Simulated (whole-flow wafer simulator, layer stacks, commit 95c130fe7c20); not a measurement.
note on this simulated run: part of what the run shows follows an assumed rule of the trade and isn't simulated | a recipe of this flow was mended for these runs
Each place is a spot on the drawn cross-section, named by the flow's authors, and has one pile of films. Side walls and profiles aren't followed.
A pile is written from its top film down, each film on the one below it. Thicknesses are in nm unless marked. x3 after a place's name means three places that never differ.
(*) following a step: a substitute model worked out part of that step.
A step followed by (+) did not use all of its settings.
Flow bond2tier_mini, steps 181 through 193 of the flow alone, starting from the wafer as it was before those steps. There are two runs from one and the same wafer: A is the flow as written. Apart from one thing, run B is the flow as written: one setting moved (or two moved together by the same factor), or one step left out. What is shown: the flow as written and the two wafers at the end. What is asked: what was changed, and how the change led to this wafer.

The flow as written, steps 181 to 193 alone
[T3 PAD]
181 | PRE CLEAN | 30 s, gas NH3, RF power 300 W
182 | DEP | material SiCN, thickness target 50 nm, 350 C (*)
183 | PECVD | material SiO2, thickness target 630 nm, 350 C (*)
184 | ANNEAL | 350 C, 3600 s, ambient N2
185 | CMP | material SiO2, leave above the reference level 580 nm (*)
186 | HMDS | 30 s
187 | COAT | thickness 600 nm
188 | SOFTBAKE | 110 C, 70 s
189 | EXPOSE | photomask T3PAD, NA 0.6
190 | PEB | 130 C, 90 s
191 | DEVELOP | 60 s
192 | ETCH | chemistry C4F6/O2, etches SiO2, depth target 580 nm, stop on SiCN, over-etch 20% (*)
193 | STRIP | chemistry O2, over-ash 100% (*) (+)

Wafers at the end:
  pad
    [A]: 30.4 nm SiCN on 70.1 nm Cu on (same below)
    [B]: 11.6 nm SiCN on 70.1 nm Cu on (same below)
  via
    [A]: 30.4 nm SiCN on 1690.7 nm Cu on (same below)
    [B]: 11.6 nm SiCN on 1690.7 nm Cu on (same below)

What caused this: step 192, ETCH: depth target 673.3 nm was run, while the flow as written has depth target 580 nm.

How this came from the change, step by step:
  192 | ETCH | chemistry C4F6/O2, etches SiO2, depth target 580 nm, stop on SiCN, over-etch 20% (*)
      pad, via: A SiO2 loses 580 (all of it), SiCN loses 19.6 | B SiO2 loses 580 (all of it), SiCN loses 38.4
      field: A thick-KrF-resist loses 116 | B thick-KrF-resist loses 134.7
  193 | STRIP | chemistry O2, over-ash 100% (*) (+)
      field: A thick-KrF-resist loses 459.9 (all of it) | B thick-KrF-resist loses 441.3 (all of it)
